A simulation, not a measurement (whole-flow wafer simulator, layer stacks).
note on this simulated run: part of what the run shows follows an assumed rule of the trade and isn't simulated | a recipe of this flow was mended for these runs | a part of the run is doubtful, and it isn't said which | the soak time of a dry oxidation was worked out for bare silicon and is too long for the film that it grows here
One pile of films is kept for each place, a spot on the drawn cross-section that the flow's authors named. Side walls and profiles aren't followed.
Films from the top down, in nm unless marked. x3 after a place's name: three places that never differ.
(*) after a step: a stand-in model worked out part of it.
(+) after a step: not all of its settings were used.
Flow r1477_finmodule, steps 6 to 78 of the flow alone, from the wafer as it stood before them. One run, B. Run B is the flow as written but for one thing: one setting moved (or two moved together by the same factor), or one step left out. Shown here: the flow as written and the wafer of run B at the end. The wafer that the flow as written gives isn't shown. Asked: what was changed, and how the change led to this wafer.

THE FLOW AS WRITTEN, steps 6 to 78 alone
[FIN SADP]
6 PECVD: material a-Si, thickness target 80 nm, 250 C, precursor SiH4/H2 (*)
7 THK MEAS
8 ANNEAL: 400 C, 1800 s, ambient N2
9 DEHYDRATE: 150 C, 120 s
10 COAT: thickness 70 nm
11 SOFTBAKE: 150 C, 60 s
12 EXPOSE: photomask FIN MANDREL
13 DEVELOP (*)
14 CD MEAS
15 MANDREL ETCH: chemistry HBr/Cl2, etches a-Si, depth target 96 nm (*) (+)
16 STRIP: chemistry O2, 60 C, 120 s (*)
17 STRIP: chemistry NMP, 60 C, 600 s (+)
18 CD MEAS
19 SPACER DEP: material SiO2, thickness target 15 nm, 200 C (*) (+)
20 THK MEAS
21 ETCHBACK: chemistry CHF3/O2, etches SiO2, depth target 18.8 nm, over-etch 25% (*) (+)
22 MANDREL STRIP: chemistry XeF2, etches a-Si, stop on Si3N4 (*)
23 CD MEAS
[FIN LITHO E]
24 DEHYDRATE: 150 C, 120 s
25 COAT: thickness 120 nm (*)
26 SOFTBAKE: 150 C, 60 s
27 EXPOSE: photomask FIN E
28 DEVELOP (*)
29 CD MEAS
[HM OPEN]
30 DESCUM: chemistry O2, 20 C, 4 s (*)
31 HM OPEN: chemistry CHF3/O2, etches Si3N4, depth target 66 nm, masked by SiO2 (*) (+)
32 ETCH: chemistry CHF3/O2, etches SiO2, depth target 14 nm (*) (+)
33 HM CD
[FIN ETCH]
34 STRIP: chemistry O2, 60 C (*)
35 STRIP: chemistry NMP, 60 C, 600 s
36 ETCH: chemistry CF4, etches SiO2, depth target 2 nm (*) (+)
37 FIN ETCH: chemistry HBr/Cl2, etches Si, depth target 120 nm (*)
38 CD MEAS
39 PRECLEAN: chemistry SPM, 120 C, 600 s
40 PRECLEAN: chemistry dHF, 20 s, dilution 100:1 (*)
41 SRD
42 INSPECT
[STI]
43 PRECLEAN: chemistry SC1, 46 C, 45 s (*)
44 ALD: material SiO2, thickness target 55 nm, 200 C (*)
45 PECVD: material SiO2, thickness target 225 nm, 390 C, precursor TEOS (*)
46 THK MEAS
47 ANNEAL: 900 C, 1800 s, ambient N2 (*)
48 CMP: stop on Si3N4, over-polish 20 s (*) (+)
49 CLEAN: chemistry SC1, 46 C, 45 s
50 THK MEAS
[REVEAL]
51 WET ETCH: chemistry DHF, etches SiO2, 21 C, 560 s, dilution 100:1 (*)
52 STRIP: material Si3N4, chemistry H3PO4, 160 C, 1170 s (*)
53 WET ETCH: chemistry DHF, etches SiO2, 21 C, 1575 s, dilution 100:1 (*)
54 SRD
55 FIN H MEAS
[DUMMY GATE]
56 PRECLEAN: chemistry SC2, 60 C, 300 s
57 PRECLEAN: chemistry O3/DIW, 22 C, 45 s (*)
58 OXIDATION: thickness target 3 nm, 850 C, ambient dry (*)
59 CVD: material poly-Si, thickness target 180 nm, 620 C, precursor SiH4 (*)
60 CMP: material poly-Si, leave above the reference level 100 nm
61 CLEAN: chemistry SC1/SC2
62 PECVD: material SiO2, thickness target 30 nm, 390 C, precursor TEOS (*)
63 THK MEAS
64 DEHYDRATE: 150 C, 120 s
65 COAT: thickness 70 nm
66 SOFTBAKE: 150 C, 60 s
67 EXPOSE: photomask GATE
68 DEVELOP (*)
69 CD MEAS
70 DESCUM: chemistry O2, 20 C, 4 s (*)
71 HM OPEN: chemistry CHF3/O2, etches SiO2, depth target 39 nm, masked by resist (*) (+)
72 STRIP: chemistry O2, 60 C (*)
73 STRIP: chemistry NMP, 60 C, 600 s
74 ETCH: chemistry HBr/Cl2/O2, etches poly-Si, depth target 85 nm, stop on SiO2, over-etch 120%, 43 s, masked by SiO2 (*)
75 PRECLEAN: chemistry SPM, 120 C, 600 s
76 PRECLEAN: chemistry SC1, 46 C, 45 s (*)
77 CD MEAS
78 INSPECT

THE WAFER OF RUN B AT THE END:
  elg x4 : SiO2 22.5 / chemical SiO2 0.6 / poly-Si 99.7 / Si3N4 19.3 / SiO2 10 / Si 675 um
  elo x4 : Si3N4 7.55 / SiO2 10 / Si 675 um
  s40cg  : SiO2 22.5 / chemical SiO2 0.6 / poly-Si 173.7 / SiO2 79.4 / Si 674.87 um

The cause: step 21, ETCHBACK: depth target 30.1 nm was run, where the flow has depth target 18.8 nm.

How the change led to this, step by step:
  21 ETCHBACK: chemistry CHF3/O2, etches SiO2, depth target 18.8 nm, over-etch 25% (*) (+)
      pad, padg, elg x4 and 18 more: SiO2 -15 (all of it), Si3N4 -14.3 (as written it would be: SiO2 -15 (all of it), Si3N4 -3.62)
      s40cg, s45cg, s50cg, s40co, s45co, s50co: SiO2 -15 (all of it), chemical SiO2 -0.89 (all of it), a-Si -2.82 (as written it would be: SiO2 -15 (all of it), chemical SiO2 -0.89 (all of it), a-Si -0.58)
  22 MANDREL STRIP: chemistry XeF2, etches a-Si, stop on Si3N4 (*)
      s40cg, s45cg, s50cg, s40co, s45co, s50co: a-Si -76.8 (all of it) (as written it would be: a-Si -79 (all of it))
  25 COAT: thickness 120 nm (*)
      s40cg, s40co: e-beam-resist +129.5 (new film) (as written it would be: e-beam-resist +136.7 (new film))
      s40sg, s40so: e-beam-resist +146 (new film) (as written it would be: e-beam-resist +142.6 (new film))
      (and at 14 more places)
  28 DEVELOP (*)
      s40cg, s40co: e-beam-resist -129.5 (all of it) (as written it would be: e-beam-resist -136.7 (all of it))
      s40sg, s40so: e-beam-resist -146 (all of it) (as written it would be: e-beam-resist -142.6 (all of it))
      (and at 14 more places)
  31 HM OPEN: chemistry CHF3/O2, etches Si3N4, depth target 66 nm, masked by SiO2 (*) (+)
      pad, padg, esg and 13 more: Si3N4 -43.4 (all of it), SiO2 -10 (all of it), Si -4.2 (as written it would be: Si3N4 -54.1 (all of it), SiO2 -5.95)
  32 ETCH: chemistry CHF3/O2, etches SiO2, depth target 14 nm (*) (+)
      e100sg, s40sg, e100so, s40so: Si -2.51 (as written it would be: SiO2 -4.05 (all of it), Si -1.99)
      pad, padg: Si -2.8 (as written it would be: SiO2 -4.05 (all of it), Si -1.99)
      (and at 10 more places)
  44 ALD: material SiO2, thickness target 55 nm, 200 C (*)
      s40cg, s45cg, s50cg, s40co, s45co, s50co: SiO2 +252 (new film) (as written it would be: SiO2 +263.2 (new film))
      s45sg, s50sg, s45so, s50so: SiO2 +257.2 (new film) (as written it would be: SiO2 +263.8 (new film))
      (and at 10 more places)
  48 CMP: stop on Si3N4, over-polish 20 s (*) (+)
      elg x4, esg, e40sg and 10 more: SiO2 -236.9 (as written it would be: SiO2 -247.6)
      s40cg, s40sg, s45cg and 9 more: SiO2 -276.9 (as written it would be: SiO2 -288.1)
      (and at 8 more places)
  51 WET ETCH: chemistry DHF, etches SiO2, 21 C, 560 s, dilution 100:1 (*)
      elg x4, elo x4: SiO2 -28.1 (as written it would be: SiO2 -22.3 (all of it), Si3N4 -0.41)
  52 STRIP: material Si3N4, chemistry H3PO4, 160 C, 1170 s (*)
      elg x4, elo x4: SiO2 -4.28 (as written it would be: Si3N4 -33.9 (all of it), SiO2 -2.15)
  53 WET ETCH: chemistry DHF, etches SiO2, 21 C, 1575 s, dilution 100:1 (*)
      elg x4, elo x4: SiO2 -0.58 (all of it), Si3N4 -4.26 (as written it would be: SiO2 -7.85 (all of it))
  57 PRECLEAN: chemistry O3/DIW, 22 C, 45 s (*)
      elg x4, elo x4: nothing (as written it would be: chemical SiO2 +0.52, Si -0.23)
  58 OXIDATION: thickness target 3 nm, 850 C, ambient dry (*)
      elg x4, elo x4: nothing (as written it would be: SiO2 +3 (new film), chemical SiO2 -0.85 (all of it), Si -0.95)
  59 CVD: material poly-Si, thickness target 180 nm, 620 C, precursor SiH4 (*)
      esg, e40sg, e100sg, eso, e40so, e100so: poly-Si +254 (new film) (as written it would be: poly-Si +226.3 (new film))
      e200sg, e200so: poly-Si +254 (new film) (as written it would be: poly-Si +219.2 (new film))
  60 CMP: material poly-Si, leave above the reference level 100 nm
      pad, padg: nothing (as written it would be: poly-Si -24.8)
      s40cg, s40sg, s40sg_line and 15 more: poly-Si -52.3 (as written it would be: poly-Si -80)
      (and at 2 more places)
  74 ETCH: chemistry HBr/Cl2/O2, etches poly-Si, depth target 85 nm, stop on SiO2, over-etch 120%, 43 s, masked by SiO2 (*)
      elo x4: chemical SiO2 -1.12 (all of it), poly-Si -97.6 (all of it), Si3N4 -11.8 (as written it would be: chemical SiO2 -1.12 (all of it), poly-Si -97.6 (all of it), SiO2 -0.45)
      e40so, s45so: chemical SiO2 -1.12 (all of it), poly-Si -171.5 (all of it) (as written it would be: chemical SiO2 -1.12 (all of it), poly-Si -143.9 (all of it), SiO2 -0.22)
      (and at 12 more places)
